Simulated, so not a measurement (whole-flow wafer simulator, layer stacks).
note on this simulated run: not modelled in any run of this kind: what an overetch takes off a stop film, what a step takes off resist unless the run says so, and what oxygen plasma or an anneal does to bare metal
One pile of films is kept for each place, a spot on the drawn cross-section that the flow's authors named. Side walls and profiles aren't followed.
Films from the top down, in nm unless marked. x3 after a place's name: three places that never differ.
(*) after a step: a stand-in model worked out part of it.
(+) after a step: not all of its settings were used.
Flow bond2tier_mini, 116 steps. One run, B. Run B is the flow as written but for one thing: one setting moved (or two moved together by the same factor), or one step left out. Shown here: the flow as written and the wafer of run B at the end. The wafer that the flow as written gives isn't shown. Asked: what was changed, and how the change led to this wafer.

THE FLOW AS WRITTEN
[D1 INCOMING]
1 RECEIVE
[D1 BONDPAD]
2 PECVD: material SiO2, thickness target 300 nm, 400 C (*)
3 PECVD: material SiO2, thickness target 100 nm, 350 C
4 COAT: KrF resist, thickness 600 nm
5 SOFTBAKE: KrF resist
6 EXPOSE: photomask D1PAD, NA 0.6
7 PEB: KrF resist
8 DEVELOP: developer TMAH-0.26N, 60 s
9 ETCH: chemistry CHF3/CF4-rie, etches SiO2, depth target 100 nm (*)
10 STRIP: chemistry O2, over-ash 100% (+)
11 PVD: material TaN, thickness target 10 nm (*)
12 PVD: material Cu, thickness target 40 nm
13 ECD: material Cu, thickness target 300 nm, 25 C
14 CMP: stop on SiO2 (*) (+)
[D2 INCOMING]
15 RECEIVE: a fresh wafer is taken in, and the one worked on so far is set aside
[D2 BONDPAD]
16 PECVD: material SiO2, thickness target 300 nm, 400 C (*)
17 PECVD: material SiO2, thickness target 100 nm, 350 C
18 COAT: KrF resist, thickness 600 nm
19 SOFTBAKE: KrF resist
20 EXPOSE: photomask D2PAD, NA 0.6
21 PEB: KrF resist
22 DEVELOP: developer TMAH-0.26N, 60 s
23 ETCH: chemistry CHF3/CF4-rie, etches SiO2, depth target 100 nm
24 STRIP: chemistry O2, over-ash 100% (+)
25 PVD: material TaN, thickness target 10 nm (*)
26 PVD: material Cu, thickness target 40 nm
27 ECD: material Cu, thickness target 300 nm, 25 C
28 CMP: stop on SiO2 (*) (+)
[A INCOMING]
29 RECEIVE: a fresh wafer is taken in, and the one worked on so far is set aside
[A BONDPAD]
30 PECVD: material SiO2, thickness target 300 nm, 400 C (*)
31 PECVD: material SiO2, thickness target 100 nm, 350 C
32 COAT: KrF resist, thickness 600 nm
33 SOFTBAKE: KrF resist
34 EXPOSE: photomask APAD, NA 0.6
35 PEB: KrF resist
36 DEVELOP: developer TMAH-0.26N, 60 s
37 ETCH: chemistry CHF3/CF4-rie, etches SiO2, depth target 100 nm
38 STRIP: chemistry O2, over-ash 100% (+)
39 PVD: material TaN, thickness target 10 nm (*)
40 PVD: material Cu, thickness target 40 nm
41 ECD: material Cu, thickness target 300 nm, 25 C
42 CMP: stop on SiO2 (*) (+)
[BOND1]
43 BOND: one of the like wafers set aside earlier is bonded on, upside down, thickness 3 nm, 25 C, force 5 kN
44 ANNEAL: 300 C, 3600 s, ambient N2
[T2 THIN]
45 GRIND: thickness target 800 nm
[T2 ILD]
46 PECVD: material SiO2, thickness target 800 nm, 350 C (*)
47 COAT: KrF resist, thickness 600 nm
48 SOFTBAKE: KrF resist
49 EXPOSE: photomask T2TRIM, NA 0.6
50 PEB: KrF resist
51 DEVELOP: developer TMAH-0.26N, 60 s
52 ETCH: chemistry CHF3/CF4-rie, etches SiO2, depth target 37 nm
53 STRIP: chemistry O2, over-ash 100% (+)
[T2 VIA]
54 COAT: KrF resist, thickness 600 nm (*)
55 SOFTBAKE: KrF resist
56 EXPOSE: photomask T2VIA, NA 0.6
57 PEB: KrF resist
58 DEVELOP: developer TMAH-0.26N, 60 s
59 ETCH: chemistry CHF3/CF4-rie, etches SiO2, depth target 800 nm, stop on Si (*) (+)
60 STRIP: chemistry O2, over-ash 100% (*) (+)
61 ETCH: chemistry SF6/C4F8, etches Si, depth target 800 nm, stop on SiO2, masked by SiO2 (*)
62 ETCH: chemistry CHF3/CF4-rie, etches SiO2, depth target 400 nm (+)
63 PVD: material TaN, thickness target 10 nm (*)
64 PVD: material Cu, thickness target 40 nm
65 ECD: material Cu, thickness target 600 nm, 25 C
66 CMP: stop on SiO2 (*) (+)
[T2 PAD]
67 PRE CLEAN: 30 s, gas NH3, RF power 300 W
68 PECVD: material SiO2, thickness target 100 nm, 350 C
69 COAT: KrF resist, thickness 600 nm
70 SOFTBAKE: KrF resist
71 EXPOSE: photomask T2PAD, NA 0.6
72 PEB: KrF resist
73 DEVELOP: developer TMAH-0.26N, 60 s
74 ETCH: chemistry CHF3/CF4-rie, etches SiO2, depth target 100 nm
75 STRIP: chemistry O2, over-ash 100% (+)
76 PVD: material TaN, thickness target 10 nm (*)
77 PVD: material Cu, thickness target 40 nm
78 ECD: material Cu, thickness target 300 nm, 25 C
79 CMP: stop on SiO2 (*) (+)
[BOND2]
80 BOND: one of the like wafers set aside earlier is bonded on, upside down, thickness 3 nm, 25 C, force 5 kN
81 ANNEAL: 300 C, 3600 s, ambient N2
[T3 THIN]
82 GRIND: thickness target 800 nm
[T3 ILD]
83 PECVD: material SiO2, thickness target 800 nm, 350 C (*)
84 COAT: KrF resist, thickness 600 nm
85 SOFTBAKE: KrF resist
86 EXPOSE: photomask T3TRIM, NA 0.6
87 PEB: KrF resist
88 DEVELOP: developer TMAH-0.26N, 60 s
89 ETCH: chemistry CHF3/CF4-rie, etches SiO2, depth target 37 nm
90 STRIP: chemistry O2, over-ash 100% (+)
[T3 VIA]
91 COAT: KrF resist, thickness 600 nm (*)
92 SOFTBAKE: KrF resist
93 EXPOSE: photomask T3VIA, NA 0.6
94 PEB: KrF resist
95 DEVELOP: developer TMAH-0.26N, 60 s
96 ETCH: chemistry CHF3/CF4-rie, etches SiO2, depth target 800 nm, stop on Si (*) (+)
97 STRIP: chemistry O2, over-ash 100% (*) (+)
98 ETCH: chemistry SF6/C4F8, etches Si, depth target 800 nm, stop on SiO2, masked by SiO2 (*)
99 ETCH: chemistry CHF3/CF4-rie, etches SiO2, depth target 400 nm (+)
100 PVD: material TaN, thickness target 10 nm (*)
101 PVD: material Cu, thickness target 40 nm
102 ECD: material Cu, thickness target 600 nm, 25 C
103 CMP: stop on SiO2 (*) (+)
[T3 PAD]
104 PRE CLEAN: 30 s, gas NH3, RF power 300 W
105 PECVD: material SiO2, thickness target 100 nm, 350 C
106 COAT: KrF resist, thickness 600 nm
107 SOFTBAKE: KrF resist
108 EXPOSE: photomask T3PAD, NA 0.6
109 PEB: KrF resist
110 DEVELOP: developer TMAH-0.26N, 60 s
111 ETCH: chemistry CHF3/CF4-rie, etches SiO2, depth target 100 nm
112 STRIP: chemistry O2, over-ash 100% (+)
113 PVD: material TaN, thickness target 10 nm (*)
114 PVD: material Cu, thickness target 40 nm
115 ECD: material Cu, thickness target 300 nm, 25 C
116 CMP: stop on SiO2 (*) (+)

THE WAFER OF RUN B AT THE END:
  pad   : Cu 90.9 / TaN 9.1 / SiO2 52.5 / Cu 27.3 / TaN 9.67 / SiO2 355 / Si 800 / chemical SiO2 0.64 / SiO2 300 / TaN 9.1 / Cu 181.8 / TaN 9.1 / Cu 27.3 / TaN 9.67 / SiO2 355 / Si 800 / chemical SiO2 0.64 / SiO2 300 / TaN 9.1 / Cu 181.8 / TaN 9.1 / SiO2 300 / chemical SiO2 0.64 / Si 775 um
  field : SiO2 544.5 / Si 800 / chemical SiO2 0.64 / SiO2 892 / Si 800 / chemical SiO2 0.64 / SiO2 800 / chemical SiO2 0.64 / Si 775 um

The cause: step 105, PECVD: thickness target 152.5 nm was run, where the flow has thickness target 100 nm.

How the change led to this, step by step:
  105 PECVD: material SiO2, thickness target 100 nm, 350 C
      field: SiO2 +152.5 (as written it would be: SiO2 +100)
      pad: SiO2 +152.5 (new film) (as written it would be: SiO2 +100 (new film))
  111 ETCH: chemistry CHF3/CF4-rie, etches SiO2, depth target 100 nm
      pad: SiO2 -100 (as written it would be: SiO2 -100 (all of it))
Counting metal films that touch as one body, pad has 4 bodies (between them, from the top down: SiO2 52.5; SiO2 355 / Si 800 / chemical SiO2 0.64 / SiO2 300; SiO2 355 / Si 800 / chemical SiO2 0.64 / SiO2 300); the flow as written gives 3 bodies (between them, from the top down: SiO2 355 / Si 800 / chemical SiO2 0.64 / SiO2 300; SiO2 355 / Si 800 / chemical SiO2 0.64 / SiO2 300).
